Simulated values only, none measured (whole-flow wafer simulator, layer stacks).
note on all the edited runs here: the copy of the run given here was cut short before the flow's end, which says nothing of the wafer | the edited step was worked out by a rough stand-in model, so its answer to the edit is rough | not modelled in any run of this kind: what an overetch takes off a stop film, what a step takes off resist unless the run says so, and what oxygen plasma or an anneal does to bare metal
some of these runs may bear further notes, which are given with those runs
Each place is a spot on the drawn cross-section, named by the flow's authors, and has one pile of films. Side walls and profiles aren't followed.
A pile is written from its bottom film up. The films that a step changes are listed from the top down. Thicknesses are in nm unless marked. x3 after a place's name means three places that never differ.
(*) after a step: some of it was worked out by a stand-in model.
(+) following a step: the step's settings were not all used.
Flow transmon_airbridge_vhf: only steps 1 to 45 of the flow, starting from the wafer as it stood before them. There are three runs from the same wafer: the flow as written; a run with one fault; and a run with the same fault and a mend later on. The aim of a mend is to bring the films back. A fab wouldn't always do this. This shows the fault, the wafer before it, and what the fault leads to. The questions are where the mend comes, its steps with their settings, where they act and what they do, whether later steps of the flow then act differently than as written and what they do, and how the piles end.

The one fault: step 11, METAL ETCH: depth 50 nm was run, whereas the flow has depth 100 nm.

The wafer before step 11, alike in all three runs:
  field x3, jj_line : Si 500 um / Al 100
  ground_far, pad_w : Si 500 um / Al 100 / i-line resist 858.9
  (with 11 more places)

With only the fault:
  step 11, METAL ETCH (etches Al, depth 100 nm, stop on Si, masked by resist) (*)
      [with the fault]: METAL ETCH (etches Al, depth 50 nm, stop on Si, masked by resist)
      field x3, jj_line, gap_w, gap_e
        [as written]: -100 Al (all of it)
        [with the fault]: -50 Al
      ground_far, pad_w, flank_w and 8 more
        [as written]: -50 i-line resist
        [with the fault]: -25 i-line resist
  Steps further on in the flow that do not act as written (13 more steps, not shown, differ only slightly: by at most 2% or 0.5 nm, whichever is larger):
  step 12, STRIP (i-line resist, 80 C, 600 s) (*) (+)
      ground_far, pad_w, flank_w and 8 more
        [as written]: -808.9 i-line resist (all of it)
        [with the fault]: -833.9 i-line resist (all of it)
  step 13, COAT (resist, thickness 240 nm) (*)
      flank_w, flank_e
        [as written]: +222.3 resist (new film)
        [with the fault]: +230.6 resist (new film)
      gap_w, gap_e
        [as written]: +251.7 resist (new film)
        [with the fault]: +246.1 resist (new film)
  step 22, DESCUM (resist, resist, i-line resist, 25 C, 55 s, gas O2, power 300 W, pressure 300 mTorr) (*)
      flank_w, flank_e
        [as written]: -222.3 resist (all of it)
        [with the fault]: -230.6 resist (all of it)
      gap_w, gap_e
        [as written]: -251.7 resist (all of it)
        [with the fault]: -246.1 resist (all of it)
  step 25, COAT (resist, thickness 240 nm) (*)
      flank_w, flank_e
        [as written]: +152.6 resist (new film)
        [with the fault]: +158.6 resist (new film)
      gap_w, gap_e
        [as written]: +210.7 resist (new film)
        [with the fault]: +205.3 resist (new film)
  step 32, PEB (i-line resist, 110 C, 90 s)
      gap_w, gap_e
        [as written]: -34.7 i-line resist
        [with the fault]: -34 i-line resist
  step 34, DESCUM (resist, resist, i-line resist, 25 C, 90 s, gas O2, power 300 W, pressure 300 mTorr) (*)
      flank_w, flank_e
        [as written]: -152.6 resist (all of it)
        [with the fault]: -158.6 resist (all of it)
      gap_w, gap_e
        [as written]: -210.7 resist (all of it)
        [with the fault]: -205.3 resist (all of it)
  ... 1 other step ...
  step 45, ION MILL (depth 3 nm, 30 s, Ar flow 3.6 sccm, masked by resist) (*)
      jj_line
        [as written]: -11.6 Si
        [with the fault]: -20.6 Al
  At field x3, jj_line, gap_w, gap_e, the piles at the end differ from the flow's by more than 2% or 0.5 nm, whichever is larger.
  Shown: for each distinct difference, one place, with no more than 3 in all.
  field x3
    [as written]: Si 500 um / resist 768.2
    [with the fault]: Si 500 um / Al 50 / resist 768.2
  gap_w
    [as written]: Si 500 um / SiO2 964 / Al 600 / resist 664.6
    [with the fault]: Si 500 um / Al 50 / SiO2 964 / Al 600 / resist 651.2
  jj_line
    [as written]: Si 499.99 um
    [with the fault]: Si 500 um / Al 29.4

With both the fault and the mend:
  The mend follows step 11.
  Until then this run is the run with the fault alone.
  step 11a, METAL ETCH (etches Al, depth 50 nm, stop on Si, masked by resist) (*) (a further turn of the flow's step 11, with different settings)
      ground_far, pad_w, flank_w and 8 more
        -25 i-line resist
      field x3, jj_line, gap_w, gap_e
        -50 Al (all of it)
  Later steps of the flow that are run all act as written at every place that is followed.
  The piles end the same as the flow's at every place that both follow.
